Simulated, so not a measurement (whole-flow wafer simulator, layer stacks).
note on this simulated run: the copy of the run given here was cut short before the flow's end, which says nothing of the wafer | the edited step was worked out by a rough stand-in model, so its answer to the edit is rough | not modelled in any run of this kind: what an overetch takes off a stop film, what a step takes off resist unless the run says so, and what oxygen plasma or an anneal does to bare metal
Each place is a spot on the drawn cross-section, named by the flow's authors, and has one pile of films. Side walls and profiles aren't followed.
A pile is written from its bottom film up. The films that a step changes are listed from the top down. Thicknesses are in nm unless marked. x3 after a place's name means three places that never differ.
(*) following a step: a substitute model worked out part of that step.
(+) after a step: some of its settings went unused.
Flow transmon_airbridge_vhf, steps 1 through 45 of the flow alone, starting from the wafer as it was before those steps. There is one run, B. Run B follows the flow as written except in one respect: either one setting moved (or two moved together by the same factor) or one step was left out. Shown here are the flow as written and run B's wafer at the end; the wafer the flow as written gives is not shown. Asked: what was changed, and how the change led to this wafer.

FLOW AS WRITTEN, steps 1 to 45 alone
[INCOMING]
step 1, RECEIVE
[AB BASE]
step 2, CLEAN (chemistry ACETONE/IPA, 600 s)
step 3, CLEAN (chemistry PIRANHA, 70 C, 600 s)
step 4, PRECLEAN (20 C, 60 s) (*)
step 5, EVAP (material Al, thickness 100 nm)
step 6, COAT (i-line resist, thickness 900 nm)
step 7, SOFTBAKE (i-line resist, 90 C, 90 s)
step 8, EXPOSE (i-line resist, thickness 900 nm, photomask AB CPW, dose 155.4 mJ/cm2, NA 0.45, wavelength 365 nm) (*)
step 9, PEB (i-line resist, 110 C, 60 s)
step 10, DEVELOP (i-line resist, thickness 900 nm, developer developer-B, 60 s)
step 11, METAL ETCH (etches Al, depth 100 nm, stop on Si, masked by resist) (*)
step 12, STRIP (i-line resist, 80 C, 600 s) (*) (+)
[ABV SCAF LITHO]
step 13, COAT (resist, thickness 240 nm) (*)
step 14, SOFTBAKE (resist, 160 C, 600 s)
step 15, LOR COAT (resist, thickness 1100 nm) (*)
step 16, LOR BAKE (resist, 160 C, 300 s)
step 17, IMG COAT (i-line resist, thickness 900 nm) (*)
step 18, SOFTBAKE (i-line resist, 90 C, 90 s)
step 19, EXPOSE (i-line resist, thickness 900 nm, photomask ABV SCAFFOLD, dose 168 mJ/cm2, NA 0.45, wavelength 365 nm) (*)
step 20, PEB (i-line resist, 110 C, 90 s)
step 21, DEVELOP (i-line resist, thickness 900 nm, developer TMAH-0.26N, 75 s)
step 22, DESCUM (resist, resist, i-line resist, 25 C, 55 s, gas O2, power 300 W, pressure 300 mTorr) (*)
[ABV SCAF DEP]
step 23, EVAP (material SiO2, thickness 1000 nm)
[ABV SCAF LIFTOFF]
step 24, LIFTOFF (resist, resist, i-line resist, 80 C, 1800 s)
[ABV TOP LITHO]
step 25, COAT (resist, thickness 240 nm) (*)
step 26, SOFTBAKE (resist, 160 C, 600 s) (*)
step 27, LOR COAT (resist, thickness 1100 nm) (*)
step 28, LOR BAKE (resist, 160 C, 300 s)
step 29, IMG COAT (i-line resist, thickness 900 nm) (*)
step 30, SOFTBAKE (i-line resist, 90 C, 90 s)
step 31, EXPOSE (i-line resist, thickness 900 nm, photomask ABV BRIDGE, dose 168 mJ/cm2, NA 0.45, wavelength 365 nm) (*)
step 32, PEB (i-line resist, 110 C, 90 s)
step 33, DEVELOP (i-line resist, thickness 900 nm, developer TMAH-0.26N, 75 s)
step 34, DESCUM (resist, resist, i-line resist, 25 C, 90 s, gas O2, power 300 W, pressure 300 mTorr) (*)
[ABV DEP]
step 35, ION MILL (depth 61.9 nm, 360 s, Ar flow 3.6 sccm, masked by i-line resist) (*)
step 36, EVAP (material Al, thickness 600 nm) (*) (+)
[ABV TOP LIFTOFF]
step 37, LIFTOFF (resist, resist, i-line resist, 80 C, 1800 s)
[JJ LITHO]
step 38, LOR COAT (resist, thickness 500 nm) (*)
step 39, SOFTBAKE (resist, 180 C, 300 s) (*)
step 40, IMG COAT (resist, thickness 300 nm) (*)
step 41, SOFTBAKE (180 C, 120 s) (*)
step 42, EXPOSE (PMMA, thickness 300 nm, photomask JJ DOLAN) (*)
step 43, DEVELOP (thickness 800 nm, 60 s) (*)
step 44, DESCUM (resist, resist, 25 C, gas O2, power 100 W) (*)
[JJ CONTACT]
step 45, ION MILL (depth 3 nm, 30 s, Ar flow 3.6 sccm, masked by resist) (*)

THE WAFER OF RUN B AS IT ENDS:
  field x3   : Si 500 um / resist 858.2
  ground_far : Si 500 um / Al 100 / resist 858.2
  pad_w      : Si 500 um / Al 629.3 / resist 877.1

The reason: step 40, IMG COAT: thickness 390 nm was run, whereas the flow has thickness 300 nm.

The path from the change to this, step by step:
  step 40, IMG COAT (resist, thickness 300 nm) (*)
      field x3, jj_line, ground_far, trace_open_s x2: resist gains 390 (it would be, as written: resist gains 300)
      pad_w, pad_e: resist gains 391.9 (it would be, as written: resist gains 300.1)
      (also at 8 further places)
  step 43, DEVELOP (thickness 800 nm, 60 s) (*)
      jj_line: resist loses 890 (all of it) (it would be, as written: resist loses 800 (all of it))
